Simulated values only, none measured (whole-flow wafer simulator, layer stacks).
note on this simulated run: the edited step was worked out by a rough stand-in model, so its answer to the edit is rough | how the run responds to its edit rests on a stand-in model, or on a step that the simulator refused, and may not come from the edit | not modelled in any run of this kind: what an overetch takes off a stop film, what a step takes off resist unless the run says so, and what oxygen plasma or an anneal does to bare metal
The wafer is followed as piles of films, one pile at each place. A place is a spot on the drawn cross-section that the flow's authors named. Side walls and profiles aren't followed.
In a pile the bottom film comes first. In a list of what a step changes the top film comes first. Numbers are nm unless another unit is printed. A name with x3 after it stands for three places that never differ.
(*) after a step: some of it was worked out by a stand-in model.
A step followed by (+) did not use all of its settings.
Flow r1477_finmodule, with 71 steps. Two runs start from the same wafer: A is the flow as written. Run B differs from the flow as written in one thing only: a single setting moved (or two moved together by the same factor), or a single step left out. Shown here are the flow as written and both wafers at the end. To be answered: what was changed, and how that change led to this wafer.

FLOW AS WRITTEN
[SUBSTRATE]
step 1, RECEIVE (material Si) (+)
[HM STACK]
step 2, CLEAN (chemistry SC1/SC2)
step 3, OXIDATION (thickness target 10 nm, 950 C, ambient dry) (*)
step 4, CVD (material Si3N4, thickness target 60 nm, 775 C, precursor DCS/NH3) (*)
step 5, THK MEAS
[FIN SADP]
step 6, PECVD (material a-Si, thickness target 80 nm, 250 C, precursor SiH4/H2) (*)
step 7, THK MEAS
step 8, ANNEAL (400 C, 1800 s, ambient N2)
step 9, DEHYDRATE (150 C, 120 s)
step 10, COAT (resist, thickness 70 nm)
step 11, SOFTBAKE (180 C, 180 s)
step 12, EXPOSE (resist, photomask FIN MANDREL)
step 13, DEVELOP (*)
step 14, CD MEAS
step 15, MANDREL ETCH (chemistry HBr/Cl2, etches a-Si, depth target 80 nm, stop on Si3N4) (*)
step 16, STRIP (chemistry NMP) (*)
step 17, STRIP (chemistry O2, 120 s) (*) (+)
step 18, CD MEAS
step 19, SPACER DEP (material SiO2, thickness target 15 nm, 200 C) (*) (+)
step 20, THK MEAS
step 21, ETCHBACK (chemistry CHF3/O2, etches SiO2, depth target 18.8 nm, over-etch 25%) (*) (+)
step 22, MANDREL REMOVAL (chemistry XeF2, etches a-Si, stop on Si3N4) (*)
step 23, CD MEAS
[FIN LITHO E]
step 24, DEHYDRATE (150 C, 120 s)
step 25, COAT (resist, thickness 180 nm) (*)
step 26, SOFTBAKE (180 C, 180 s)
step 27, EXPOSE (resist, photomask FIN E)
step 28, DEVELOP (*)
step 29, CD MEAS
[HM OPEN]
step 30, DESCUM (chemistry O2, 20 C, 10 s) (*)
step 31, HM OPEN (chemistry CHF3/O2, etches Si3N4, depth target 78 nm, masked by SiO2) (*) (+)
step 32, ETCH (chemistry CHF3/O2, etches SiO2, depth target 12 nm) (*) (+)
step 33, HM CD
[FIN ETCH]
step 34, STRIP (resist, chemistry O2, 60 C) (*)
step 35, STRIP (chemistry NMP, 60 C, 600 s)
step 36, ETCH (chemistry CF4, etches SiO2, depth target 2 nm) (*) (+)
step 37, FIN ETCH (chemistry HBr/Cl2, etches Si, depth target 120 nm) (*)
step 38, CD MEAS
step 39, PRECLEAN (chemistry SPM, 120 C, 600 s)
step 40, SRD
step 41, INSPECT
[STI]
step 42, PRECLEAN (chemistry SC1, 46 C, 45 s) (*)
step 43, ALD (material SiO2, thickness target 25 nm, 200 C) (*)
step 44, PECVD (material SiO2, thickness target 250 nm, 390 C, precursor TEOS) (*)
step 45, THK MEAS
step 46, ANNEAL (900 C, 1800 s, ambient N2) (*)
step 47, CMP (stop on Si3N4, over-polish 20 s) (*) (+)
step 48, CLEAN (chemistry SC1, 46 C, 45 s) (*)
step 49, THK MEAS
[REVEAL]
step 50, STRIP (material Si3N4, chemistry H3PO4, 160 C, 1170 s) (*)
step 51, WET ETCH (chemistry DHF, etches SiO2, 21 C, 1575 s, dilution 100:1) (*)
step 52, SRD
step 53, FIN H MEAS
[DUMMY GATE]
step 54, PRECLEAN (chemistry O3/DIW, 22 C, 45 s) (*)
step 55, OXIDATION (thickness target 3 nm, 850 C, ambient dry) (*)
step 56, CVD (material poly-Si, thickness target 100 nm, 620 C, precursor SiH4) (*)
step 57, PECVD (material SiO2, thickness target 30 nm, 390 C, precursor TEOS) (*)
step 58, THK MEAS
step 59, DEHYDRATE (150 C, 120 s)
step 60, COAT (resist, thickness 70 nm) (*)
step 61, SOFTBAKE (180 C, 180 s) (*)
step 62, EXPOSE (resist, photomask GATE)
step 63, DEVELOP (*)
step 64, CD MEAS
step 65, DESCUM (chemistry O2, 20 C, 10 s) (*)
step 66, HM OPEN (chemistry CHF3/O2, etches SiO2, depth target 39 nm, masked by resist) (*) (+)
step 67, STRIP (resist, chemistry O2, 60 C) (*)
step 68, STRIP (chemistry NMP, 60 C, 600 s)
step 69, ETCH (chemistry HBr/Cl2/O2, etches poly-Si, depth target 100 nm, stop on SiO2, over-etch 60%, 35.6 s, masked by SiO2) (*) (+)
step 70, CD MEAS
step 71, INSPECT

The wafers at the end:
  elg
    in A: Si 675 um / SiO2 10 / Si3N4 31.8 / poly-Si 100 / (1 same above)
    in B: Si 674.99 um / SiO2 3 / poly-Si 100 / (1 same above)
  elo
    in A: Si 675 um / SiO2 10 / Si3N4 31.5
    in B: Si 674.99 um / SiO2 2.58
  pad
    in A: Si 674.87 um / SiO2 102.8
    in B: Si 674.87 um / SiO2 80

The reason: step 6, PECVD: thickness target 40.8 nm was run, whereas the flow has thickness target 80 nm.

Step by step, how the change led to this:
  step 6, PECVD (material a-Si, thickness target 80 nm, 250 C, precursor SiH4/H2) (*)
      pad, padg, elg and 33 more: A a-Si gains 80 (new film) | B a-Si gains 40.8 (new film)
  step 15, MANDREL ETCH (chemistry HBr/Cl2, etches a-Si, depth target 80 nm, stop on Si3N4) (*)
      pad, padg, elg and 27 more: A a-Si loses 80 (all of it) | B a-Si loses 40.8 (all of it)
      s40cg, s45cg, s50cg, s40co, s45co, s50co: A resist loses 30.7 | B resist loses 23.5
  step 16, STRIP (chemistry NMP) (*)
      s40cg, s45cg, s50cg, s40co, s45co, s50co: A resist loses 39.3 (all of it) | B resist loses 46.5 (all of it)
  step 21, ETCHBACK (chemistry CHF3/O2, etches SiO2, depth target 18.8 nm, over-etch 25%) (*) (+)
      s40sg_line, s45sg_line, s50sg_line, s40so_line, s45so_line, s50so_line: A SiO2 gains 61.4 | B SiO2 gains 22.2
  step 22, MANDREL REMOVAL (chemistry XeF2, etches a-Si, stop on Si3N4) (*)
      s40cg, s45cg, s50cg, s40co, s45co, s50co: A a-Si loses 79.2 (all of it) | B a-Si loses 40 (all of it)
  step 25, COAT (resist, thickness 180 nm) (*)
      s40cg, s40co: A resist gains 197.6 (new film) | B resist gains 187.8 (new film)
      s40sg, s40so: A resist gains 201.2 (new film) | B resist gains 191.4 (new film)
      (as well as at 14 more places)
  step 28, DEVELOP (*)
      s40cg, s40co: A resist loses 197.6 (all of it) | B resist loses 187.8 (all of it)
      s40sg, s40so: A resist loses 201.2 (all of it) | B resist loses 191.4 (all of it)
      (as well as at 14 more places)
  step 31, HM OPEN (chemistry CHF3/O2, etches Si3N4, depth target 78 nm, masked by SiO2) (*) (+)
      s40sg_line, s45sg_line, s50sg_line, s40so_line, s45so_line, s50so_line: A SiO2 loses 39 | B SiO2 loses 37.2 (all of it), Si3N4 loses 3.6
  step 32, ETCH (chemistry CHF3/O2, etches SiO2, depth target 12 nm) (*) (+)
      s40sg_line, s45sg_line, s50sg_line, s40so_line, s45so_line, s50so_line: A SiO2 loses 12 | B Si3N4 loses 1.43
      pad, padg, e40sg and 11 more: A Si loses 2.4 | B Si loses 0.3
      (as well as at 16 more places)
  step 34, STRIP (resist, chemistry O2, 60 C) (*)
      elg, e40lg, e100lg, e200lg, elo, e40lo, e100lo, e200lo: A resist loses 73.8 (all of it) | B resist loses 83.8 (all of it)
  step 36, ETCH (chemistry CF4, etches SiO2, depth target 2 nm) (*) (+)
      elg, e40lg, e100lg, e200lg, elo, e40lo, e100lo, e200lo: A Si3N4 loses 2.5 | B nothing
      s40sg_line, s45sg_line, s50sg_line, s40so_line, s45so_line, s50so_line: A SiO2 loses 2 | B nothing
  step 37, FIN ETCH (chemistry HBr/Cl2, etches Si, depth target 120 nm) (*)
      s40sg_line, s45sg_line, s50sg_line, s40so_line, s45so_line, s50so_line: A SiO2 loses 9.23 | B Si3N4 loses 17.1
  step 43, ALD (material SiO2, thickness target 25 nm, 200 C) (*)
      s40sg_line, s45sg_line, s50sg_line, s40so_line, s45so_line, s50so_line: A SiO2 gains 25 | B SiO2 gains 25 (new film)
      s40cg, s45cg, s50cg, s40co, s45co, s50co: A SiO2 gains 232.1 (new film) | B SiO2 gains 193.7 (new film)
  step 47, CMP (stop on Si3N4, over-polish 20 s) (*) (+)
      elg, e40lg, e100lg, e200lg, elo, e40lo, e100lo, e200lo: A SiO2 loses 241.6 | B SiO2 loses 263.8 (all of it), Si3N4 loses 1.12
      pad, padg, e40sg, e100sg, e200sg, e40so, e100so, e200so: A SiO2 loses 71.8 | B SiO2 loses 94.6
      (as well as at 20 more places)
  step 50, STRIP (material Si3N4, chemistry H3PO4, 160 C, 1170 s) (*)
      elg, e40lg, e100lg, e200lg, elo, e40lo, e100lo, e200lo: A SiO2 loses 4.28 | B Si3N4 loses 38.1 (all of it), SiO2 loses 2.02
      s40sg_line, s45sg_line, s50sg_line, s40so_line, s45so_line, s50so_line: A Si3N4 loses 58.9 (all of it), SiO2 loses 1.37 | B Si3N4 loses 36.7 (all of it), SiO2 loses 2.06
  step 51, WET ETCH (chemistry DHF, etches SiO2, 21 C, 1575 s, dilution 100:1) (*)
      elg, e40lg, e100lg, e200lg, elo, e40lo, e100lo, e200lo: A SiO2 loses 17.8 (all of it), Si3N4 loses 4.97 | B SiO2 loses 7.98 (all of it)
      s40sg_line, s45sg_line, s50sg_line, s40so_line, s45so_line, s50so_line: A SiO2 loses 8.63 (all of it) | B SiO2 loses 7.94 (all of it)
  ... 6 further steps ...
  step 69, ETCH (chemistry HBr/Cl2/O2, etches poly-Si, depth target 100 nm, stop on SiO2, over-etch 60%, 35.6 s, masked by SiO2) (*) (+)
      s40co: A chemical SiO2 loses 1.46 (all of it), poly-Si loses 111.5 (all of it), SiO2 loses 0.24 | B chemical SiO2 loses 1.37 (all of it), poly-Si loses 135.7 (all of it), SiO2 loses 0.12
      s45co: A chemical SiO2 loses 1.46 (all of it), poly-Si loses 110.9 (all of it), SiO2 loses 0.25 | B chemical SiO2 loses 1.37 (all of it), poly-Si loses 135.7 (all of it), SiO2 loses 0.12
      (as well as at 1 more place)
